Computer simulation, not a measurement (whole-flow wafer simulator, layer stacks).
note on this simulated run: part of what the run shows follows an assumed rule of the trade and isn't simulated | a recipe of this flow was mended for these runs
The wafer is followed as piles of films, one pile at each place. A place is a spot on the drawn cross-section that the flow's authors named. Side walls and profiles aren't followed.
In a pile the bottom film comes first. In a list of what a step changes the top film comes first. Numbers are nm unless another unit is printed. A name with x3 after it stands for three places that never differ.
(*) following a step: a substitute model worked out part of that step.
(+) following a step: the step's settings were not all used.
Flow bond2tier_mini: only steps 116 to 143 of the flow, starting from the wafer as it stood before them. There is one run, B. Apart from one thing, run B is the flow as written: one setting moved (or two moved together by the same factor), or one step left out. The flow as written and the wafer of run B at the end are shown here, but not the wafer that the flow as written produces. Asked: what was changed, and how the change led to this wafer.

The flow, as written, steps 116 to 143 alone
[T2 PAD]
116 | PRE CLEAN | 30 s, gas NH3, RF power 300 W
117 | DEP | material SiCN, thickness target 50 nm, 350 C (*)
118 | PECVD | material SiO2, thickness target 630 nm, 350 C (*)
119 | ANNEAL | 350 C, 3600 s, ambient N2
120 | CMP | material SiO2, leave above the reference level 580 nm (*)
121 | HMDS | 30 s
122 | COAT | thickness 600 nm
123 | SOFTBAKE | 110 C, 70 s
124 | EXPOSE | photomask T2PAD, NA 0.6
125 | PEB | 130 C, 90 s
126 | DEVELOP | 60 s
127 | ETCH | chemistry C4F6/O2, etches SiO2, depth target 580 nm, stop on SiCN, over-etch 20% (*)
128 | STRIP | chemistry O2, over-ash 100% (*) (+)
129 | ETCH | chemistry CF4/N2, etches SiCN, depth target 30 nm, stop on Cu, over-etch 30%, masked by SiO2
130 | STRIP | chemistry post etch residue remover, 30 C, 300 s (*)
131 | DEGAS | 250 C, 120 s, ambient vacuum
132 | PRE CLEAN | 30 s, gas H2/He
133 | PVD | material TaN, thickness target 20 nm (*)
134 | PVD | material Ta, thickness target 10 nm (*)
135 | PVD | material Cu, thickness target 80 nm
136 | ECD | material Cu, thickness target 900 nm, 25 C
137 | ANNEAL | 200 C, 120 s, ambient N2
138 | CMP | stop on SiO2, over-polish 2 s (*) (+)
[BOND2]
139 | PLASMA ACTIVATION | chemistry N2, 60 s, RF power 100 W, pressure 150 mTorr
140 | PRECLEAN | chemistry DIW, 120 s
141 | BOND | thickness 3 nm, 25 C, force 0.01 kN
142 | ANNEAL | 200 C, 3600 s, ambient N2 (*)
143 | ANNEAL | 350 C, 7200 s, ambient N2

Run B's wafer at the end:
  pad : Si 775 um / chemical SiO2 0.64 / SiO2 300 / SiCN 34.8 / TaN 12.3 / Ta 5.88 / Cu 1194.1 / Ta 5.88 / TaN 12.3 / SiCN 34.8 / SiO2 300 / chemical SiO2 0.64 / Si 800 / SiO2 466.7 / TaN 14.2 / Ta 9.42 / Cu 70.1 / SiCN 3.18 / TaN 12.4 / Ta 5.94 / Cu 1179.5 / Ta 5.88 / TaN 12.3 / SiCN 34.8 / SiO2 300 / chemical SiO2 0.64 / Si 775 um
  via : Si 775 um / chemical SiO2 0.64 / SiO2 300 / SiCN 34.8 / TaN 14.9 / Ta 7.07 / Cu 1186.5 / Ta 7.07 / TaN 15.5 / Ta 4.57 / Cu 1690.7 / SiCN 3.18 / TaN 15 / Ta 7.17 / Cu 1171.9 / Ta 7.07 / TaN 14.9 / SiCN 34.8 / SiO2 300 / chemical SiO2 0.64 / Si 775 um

The reason: step 127, ETCH: depth target 522 nm was run, though the flow has depth target 580 nm.

Step by step, how the change led to this:
  127 | ETCH | chemistry C4F6/O2, etches SiO2, depth target 580 nm, stop on SiCN, over-etch 20% (*)
      pad, via: -580 SiO2 (all of it), -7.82 SiCN (as written it would have been: -580 SiO2 (all of it), -19.6 SiCN)
      field: -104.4 thick-KrF-resist (as written it would have been: -116 thick-KrF-resist)
  128 | STRIP | chemistry O2, over-ash 100% (*) (+)
      field: -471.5 thick-KrF-resist (all of it) (as written it would have been: -459.9 thick-KrF-resist (all of it))
  129 | ETCH | chemistry CF4/N2, etches SiCN, depth target 30 nm, stop on Cu, over-etch 30%, masked by SiO2
      pad, via: -39 SiCN (as written it would have been: -30.4 SiCN (all of it), -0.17 Cu)
  130 | STRIP | chemistry post etch residue remover, 30 C, 300 s (*)
      pad, via: nothing (as written it would have been: -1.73 Cu)
Taking metal films that touch as one body, pad has 3 bodies (between them, from the top down: SiCN 3.18; SiO2 466.7 / Si 800 / chemical SiO2 0.64 / SiO2 300 / SiCN 34.8); the flow as written gives 2 bodies (between them, from the top down: SiO2 466.7 / Si 800 / chemical SiO2 0.64 / SiO2 300 / SiCN 34.8).
Taking metal films that touch as one body, via has 2 bodies (between them, from the top down: SiCN 3.18); the flow as written gives 1 body.
